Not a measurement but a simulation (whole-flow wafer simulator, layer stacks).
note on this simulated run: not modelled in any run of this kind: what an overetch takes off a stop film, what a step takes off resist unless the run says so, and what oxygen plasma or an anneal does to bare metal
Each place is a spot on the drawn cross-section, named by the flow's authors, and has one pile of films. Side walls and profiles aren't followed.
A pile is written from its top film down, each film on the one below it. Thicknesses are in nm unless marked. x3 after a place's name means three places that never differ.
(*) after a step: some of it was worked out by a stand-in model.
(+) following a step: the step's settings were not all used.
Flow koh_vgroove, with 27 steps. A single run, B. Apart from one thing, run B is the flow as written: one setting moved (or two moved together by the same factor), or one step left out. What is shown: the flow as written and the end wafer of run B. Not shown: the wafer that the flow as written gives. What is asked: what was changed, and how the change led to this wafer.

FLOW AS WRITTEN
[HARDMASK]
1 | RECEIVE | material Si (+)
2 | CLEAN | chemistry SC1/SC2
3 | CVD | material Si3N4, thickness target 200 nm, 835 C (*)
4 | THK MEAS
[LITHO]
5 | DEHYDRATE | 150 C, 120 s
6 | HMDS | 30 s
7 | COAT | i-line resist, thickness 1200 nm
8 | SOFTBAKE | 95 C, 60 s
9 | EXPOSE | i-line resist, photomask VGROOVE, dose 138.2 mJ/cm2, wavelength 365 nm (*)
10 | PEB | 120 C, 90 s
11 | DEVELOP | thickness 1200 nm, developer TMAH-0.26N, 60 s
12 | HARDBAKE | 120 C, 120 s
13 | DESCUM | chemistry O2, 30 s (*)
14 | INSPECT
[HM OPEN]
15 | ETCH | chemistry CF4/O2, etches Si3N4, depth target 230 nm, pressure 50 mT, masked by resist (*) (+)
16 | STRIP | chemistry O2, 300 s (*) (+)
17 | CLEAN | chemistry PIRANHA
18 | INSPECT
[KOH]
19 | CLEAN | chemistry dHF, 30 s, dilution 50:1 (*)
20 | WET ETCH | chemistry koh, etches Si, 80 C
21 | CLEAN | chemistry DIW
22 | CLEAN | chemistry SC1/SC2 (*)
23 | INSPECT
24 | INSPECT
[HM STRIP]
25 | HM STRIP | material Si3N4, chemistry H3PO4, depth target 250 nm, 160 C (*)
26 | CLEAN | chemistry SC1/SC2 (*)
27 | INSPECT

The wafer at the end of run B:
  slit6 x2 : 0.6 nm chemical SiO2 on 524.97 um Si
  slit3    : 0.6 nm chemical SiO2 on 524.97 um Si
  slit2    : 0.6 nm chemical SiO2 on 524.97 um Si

What caused this: step 20, WET ETCH: chemistry koh, etches Si, 80 C, was not run.

Step by step, how the change led to this:
  (no step that both runs have acts differently)
